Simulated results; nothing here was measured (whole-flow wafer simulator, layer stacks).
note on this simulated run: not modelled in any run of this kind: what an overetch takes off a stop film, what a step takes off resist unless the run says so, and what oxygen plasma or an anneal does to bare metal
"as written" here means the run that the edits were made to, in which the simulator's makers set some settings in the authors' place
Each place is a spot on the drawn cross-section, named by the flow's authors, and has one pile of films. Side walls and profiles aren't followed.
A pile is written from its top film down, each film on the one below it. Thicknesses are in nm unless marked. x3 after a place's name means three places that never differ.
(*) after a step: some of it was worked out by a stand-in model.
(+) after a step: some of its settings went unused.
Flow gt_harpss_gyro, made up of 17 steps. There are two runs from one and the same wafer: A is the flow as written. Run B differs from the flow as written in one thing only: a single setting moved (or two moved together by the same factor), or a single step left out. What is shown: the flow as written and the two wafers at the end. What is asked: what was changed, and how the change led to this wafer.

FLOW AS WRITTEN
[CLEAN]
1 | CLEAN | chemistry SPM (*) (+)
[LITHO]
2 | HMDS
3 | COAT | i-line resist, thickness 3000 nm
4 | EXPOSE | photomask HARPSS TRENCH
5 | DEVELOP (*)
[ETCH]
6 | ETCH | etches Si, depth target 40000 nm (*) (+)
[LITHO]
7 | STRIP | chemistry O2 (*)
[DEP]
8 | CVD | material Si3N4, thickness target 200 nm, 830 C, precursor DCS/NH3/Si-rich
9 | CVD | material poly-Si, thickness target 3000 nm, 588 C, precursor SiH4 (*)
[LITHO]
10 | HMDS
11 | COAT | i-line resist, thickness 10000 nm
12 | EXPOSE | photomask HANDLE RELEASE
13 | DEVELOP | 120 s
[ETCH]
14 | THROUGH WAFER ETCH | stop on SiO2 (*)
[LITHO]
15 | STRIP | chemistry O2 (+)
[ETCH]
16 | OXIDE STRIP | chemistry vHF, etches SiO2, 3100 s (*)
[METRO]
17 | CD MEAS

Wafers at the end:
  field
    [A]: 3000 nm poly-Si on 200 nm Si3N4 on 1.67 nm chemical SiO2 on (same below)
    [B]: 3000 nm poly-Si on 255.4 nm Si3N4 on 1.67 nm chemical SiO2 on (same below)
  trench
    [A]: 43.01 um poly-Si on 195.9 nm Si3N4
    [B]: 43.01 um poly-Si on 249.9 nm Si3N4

Cause: step 8, CVD: thickness target 255.4 nm was run, while the flow as written has thickness target 200 nm.
One can read it off the wafer: field has Si3N4 255.4, and step 8 as written asks for 200 nm.

How this came from the change, step by step:
  8 | CVD | material Si3N4, thickness target 200 nm, 830 C, precursor DCS/NH3/Si-rich
      field: A Si3N4 gains 200 (new film) | B Si3N4 gains 255.4 (new film)
      trench: A Si3N4 gains 195.9 (new film) | B Si3N4 gains 249.9 (new film)
